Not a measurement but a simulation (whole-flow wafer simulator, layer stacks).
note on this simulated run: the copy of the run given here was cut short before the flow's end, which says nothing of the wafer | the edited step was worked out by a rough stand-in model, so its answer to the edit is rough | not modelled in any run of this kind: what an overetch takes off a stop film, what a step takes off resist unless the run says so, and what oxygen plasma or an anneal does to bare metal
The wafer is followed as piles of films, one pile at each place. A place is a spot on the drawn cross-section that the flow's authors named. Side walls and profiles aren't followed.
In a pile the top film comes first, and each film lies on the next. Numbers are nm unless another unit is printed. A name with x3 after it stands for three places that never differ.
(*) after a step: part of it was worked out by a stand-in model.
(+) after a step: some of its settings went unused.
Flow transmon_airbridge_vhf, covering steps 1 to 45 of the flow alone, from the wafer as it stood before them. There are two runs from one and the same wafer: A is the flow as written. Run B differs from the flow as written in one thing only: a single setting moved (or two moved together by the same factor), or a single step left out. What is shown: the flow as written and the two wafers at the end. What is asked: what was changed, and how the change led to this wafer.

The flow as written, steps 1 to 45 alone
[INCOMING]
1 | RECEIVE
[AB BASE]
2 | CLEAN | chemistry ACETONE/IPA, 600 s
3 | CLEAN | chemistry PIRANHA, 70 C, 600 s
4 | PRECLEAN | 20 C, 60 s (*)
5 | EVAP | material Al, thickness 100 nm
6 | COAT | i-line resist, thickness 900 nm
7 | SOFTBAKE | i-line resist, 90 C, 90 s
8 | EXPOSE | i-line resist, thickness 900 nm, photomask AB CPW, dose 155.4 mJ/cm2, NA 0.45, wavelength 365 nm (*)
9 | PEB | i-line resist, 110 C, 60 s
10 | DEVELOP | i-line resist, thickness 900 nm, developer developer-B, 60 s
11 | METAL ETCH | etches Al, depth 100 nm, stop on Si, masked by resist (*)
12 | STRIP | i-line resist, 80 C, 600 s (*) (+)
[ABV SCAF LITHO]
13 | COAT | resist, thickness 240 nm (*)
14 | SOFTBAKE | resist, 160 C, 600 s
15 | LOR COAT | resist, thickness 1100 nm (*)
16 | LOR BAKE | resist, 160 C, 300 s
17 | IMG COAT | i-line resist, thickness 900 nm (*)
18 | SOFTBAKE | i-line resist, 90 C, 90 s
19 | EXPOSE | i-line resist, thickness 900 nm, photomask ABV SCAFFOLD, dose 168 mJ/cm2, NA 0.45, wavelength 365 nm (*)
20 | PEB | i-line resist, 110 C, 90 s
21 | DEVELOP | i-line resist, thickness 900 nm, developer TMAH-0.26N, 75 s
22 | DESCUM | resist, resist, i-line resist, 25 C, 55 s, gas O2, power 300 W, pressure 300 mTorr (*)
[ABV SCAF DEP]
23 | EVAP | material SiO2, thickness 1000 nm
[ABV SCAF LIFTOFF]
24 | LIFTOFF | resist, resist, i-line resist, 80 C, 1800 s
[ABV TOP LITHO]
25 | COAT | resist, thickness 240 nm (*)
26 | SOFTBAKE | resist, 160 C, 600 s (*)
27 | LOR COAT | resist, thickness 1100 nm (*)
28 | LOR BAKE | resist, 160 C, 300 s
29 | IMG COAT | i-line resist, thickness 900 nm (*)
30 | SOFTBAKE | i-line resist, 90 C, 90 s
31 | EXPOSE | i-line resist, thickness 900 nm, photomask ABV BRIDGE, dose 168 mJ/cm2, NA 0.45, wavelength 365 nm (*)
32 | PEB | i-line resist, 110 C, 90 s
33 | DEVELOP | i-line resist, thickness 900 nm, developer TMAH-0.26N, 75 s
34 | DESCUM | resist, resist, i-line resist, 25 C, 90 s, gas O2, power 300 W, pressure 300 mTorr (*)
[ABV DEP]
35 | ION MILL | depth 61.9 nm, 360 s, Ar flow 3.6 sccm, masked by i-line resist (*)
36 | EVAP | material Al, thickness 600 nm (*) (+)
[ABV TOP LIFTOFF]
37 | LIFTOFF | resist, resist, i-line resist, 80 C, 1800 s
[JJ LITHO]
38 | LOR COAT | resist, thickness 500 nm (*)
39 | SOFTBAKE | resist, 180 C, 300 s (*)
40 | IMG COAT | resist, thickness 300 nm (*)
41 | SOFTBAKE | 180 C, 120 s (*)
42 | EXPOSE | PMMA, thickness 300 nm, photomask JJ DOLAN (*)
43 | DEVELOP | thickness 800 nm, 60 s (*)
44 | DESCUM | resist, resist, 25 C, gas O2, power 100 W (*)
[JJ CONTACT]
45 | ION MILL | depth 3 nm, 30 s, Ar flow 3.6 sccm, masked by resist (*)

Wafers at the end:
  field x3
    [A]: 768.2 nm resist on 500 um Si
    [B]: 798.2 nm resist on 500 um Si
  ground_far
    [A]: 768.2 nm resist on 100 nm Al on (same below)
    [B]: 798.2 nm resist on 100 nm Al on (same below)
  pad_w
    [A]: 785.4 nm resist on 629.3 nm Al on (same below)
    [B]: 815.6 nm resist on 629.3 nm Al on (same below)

Cause: step 40, IMG COAT: thickness 330 nm was run, whereas the flow has thickness 300 nm.

How this came from the change, step by step:
  40 | IMG COAT | resist, thickness 300 nm (*)
      field x3, jj_line, ground_far, trace_open_s x2: A +300 resist | B +330 resist
      pad_w, pad_e: A +300.1 resist | B +330.3 resist
      (and at 8 other places as well)
  43 | DEVELOP | thickness 800 nm, 60 s (*)
      jj_line: A -800 resist (all of it) | B -830 resist (all of it)
